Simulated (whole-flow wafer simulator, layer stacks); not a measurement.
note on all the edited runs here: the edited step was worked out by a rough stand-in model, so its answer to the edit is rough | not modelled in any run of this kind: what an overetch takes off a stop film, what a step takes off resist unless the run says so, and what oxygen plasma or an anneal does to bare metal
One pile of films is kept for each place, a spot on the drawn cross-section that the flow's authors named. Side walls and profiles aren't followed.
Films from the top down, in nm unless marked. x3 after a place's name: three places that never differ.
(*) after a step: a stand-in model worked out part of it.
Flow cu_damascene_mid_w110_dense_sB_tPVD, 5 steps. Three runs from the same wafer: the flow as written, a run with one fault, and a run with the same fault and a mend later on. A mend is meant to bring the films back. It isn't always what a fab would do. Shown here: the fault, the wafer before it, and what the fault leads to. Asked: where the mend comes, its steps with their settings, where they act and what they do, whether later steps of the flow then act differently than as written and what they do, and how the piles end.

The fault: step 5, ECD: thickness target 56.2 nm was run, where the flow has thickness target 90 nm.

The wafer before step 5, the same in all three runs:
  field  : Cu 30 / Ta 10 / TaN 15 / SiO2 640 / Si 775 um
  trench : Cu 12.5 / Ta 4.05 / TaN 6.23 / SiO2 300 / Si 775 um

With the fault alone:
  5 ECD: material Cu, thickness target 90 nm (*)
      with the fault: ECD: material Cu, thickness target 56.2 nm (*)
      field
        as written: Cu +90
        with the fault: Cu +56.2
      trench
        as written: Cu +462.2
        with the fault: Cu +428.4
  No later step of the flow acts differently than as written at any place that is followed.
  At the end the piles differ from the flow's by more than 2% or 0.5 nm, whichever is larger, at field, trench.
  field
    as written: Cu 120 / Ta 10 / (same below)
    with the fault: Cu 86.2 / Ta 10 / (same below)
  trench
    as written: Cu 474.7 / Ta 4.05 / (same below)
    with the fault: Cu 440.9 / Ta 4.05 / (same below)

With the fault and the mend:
  The mend comes after step 5.
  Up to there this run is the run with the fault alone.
  5a ECD: material Cu, thickness target 33.8 nm (the flow's step 5 once more, with other settings)
      field, trench
        Cu +33.8
  No later step of the flow acts differently than as written at any place that is followed.
  At the end the piles are the same as the flow's at every place that both follow.
